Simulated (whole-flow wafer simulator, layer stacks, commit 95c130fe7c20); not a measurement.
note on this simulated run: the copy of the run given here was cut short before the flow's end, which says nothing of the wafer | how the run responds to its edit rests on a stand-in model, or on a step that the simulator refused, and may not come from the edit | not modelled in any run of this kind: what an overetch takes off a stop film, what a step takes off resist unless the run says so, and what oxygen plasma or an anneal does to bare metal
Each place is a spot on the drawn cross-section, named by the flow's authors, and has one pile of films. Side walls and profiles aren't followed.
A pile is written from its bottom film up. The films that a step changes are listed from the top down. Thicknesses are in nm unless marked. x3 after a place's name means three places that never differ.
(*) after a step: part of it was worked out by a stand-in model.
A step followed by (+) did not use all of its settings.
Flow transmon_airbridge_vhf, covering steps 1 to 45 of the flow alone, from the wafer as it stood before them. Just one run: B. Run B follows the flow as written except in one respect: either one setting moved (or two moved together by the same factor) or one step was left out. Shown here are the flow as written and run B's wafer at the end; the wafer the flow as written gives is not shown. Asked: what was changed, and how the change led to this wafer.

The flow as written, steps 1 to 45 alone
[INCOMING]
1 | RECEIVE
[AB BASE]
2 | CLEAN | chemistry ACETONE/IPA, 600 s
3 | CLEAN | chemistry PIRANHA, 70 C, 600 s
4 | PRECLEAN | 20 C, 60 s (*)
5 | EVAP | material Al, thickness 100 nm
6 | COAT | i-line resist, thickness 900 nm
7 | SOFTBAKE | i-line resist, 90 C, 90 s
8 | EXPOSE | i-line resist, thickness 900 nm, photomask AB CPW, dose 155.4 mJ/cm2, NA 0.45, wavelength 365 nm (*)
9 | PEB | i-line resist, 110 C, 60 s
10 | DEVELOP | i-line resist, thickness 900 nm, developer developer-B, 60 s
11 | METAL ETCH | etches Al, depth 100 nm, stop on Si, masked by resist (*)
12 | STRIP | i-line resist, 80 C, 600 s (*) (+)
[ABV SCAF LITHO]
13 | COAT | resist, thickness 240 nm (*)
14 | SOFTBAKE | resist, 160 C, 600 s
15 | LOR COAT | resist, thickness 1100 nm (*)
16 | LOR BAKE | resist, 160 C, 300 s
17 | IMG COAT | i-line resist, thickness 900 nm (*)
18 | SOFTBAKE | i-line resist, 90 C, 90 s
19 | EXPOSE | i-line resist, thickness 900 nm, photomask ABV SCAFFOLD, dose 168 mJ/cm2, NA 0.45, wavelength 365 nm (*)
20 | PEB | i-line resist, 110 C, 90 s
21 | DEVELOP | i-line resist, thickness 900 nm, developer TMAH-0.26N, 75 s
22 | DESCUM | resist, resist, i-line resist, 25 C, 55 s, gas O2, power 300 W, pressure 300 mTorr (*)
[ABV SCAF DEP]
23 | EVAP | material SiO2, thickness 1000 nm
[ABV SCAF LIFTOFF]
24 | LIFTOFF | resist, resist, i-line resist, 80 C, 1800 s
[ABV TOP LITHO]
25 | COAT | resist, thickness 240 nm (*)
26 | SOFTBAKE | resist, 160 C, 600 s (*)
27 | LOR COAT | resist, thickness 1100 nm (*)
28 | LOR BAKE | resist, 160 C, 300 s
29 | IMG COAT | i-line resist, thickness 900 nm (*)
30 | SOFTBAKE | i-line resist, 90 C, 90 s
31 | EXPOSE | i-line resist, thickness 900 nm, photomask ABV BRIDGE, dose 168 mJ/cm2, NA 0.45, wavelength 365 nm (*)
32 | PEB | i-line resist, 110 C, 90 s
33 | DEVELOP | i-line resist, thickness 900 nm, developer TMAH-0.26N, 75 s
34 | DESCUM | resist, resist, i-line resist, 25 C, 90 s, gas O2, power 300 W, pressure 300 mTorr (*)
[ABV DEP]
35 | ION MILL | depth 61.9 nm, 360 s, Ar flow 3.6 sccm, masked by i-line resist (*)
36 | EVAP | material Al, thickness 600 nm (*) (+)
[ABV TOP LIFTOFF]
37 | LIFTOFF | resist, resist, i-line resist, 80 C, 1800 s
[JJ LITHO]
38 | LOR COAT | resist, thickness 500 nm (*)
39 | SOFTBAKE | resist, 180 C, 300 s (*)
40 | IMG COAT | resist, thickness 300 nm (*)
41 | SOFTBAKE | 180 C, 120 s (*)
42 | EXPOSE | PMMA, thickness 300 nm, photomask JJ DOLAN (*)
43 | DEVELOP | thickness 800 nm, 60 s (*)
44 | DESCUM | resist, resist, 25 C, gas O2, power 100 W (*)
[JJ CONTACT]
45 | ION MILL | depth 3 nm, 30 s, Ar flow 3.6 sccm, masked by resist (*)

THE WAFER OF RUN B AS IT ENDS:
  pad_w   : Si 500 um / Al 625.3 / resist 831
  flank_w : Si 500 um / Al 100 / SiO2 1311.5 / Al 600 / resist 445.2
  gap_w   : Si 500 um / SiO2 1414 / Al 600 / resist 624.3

Cause: step 23, EVAP: thickness 1450 nm was run, while the flow as written has thickness 1000 nm.

The path from the change to this, step by step:
  23 | EVAP | material SiO2, thickness 1000 nm
      field x3, jj_line, ground_far and 10 more: +1450 SiO2 (new film) (it would be, as written: +1000 SiO2 (new film))
      flank_w, flank_e: +1347.5 SiO2 (new film) (it would be, as written: +929.3 SiO2 (new film))
  24 | LIFTOFF | resist, resist, i-line resist, 80 C, 1800 s
      field x3, jj_line, trace_open_s x2: -1450 SiO2 (all of it), -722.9 i-line resist (all of it), -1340 resist (all of it) (it would be, as written: -1000 SiO2 (all of it), -722.9 i-line resist (all of it), -1340 resist (all of it))
      pad_w, pad_e: -1450 SiO2 (all of it), -718 i-line resist (all of it), -1330.2 resist (all of it) (it would be, as written: -1000 SiO2 (all of it), -718 i-line resist (all of it), -1330.2 resist (all of it))
      (as well as at 1 more place)
  25 | COAT | resist, thickness 240 nm (*)
      flank_w, flank_e: +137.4 resist (new film) (it would be, as written: +152.6 resist (new film))
      gap_w, gap_e: +192 resist (new film) (it would be, as written: +210.7 resist (new film))
      (as well as at 6 more places)
  27 | LOR COAT | resist, thickness 1100 nm (*)
      gap_w, gap_e: +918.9 resist (it would be, as written: +977.8 resist)
      margin_s, margin_n: +726.1 resist (it would be, as written: +823.4 resist)
      (as well as at 6 more places)
  29 | IMG COAT | i-line resist, thickness 900 nm (*)
      gap_w, gap_e: +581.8 i-line resist (new film) (it would be, as written: +681.7 i-line resist (new film))
      margin_s, margin_n: +462.6 i-line resist (new film) (it would be, as written: +603.2 i-line resist (new film))
      (as well as at 7 more places)
  32 | PEB | i-line resist, 110 C, 90 s
      pad_w, pad_e: -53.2 i-line resist (it would be, as written: -51 i-line resist)
      flank_w, flank_e: -33.6 i-line resist (it would be, as written: -38.3 i-line resist)
      (as well as at 7 more places)
  33 | DEVELOP | i-line resist, thickness 900 nm, developer TMAH-0.26N, 75 s
      gap_w, gap_e: -552.3 i-line resist (all of it), -918.9 resist (it would be, as written: -646.9 i-line resist (all of it), -977.8 resist)
      pad_w: -975.2 i-line resist (all of it), -1317.7 resist (it would be, as written: -937.2 i-line resist (all of it), -1247.8 resist)
      (as well as at 5 more places)
  34 | DESCUM | resist, resist, i-line resist, 25 C, 90 s, gas O2, power 300 W, pressure 300 mTorr (*)
      flank_w, flank_e: -137.4 resist (all of it) (it would be, as written: -152.6 resist (all of it))
      gap_w, gap_e: -192 resist (all of it) (it would be, as written: -210.7 resist (all of it))
      (as well as at 4 more places)
  37 | LIFTOFF | resist, resist, i-line resist, 80 C, 1800 s
      margin_s, margin_n: -600 Al (all of it), -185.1 i-line resist (all of it), -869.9 resist (all of it) (it would be, as written: -600 Al (all of it), -318.3 i-line resist (all of it), -992 resist (all of it))
      ground_far: -600 Al (all of it), -773.5 i-line resist (all of it), -1396.9 resist (all of it) (it would be, as written: -600 Al (all of it), -717.9 i-line resist (all of it), -1384.9 resist (all of it))
  38 | LOR COAT | resist, thickness 500 nm (*)
      pad_w, pad_e: +547.4 resist (new film) (it would be, as written: +517 resist (new film))
      flank_w, flank_e: +278.6 resist (new film) (it would be, as written: +306.5 resist (new film))
      (as well as at 6 more places)
  40 | IMG COAT | resist, thickness 300 nm (*)
      pad_w, pad_e: +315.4 resist (it would be, as written: +300.1 resist)
      flank_w, flank_e: +198.4 resist (it would be, as written: +212.1 resist)
      (as well as at 6 more places)
